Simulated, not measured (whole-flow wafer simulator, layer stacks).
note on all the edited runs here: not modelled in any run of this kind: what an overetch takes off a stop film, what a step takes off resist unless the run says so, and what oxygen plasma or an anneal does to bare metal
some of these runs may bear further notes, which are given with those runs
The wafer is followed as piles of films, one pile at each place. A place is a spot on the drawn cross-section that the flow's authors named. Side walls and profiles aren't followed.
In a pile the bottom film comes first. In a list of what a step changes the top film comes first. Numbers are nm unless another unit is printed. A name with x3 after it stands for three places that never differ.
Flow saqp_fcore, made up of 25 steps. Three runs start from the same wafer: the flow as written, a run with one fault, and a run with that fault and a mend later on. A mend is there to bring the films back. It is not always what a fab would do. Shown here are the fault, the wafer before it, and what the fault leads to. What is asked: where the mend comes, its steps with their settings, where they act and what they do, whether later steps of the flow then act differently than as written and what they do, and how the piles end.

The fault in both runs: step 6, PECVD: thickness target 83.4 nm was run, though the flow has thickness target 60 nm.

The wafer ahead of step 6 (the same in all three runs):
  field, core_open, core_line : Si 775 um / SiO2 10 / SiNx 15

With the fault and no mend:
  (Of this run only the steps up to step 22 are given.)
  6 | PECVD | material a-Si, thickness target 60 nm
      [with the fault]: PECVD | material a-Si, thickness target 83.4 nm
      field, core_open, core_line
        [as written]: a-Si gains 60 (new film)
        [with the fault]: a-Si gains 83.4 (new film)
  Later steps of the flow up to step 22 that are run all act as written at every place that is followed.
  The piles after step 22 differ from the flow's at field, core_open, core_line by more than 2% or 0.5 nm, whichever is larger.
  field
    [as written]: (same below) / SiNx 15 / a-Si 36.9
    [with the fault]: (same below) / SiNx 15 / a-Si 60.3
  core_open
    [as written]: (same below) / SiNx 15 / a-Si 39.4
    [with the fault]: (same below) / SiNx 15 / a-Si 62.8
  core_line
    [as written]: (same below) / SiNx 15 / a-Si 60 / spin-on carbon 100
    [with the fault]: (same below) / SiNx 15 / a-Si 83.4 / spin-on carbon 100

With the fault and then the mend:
  The mend follows step 7.
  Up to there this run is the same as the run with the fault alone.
  7a | ETCH | chemistry tmah, depth target 95.91 nm
      field, core_open, core_line
        a-Si loses 83.4 (all of it)
  7b | PECVD | material a-Si, thickness target 60 nm (a further turn of the flow's step 6)
      field, core_open, core_line
        a-Si gains 60 (new film)
  Later steps of the flow that are run all act as written at every place that is followed.
  At every place that both follow, the piles at the end match the flow's.
